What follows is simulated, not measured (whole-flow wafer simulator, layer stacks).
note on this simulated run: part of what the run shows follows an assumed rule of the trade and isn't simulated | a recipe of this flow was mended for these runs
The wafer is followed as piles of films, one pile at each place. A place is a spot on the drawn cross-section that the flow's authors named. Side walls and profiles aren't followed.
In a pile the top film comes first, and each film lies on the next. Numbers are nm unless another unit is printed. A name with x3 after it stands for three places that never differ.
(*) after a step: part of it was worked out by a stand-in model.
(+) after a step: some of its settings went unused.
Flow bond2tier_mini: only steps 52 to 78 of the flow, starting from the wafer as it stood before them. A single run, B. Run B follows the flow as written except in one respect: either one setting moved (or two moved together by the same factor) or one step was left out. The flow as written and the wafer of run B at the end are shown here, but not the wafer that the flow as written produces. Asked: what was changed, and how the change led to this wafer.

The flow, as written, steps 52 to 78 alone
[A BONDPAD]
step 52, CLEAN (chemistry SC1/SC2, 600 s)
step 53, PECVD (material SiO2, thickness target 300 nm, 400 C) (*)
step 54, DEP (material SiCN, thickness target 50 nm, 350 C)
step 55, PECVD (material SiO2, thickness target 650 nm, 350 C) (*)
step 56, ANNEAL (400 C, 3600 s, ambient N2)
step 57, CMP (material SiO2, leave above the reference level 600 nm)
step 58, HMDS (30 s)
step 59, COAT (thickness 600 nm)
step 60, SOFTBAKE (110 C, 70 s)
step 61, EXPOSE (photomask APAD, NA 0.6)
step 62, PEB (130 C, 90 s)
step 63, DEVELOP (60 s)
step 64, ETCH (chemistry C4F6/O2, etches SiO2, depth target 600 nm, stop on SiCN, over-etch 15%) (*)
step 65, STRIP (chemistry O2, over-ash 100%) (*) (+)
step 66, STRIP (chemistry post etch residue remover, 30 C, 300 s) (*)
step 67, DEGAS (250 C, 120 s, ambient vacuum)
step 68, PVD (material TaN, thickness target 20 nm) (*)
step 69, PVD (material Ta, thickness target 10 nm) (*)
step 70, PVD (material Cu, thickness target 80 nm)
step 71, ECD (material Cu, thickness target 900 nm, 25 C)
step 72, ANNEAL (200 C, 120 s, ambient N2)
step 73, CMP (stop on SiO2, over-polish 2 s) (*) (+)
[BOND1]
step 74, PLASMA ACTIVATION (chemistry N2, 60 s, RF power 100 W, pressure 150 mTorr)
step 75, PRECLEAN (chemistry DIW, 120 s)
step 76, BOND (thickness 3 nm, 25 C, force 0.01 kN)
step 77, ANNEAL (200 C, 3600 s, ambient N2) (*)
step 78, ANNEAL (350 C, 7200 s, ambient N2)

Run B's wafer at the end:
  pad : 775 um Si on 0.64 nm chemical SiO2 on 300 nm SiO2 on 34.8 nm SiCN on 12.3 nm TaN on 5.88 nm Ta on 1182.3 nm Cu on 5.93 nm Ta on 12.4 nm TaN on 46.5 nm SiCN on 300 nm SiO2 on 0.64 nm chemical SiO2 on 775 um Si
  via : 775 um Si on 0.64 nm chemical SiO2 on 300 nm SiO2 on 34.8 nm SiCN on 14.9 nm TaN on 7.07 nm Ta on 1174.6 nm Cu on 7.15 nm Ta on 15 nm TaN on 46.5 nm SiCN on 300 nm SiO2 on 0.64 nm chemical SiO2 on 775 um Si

Cause: step 64, ETCH: depth target 540 nm was run, whereas the flow has depth target 600 nm.

Step by step, how the change led to this:
  step 64, ETCH (chemistry C4F6/O2, etches SiO2, depth target 600 nm, stop on SiCN, over-etch 15%) (*)
      pad, via: SiO2 loses 600 (all of it), SiCN loses 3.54 (as written it would have been: SiO2 loses 600 (all of it), SiCN loses 15.2)
      field: thick-KrF-resist loses 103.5 (as written it would have been: thick-KrF-resist loses 115)
  step 65, STRIP (chemistry O2, over-ash 100%) (*) (+)
      field: thick-KrF-resist loses 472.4 (all of it) (as written it would have been: thick-KrF-resist loses 460.9 (all of it))
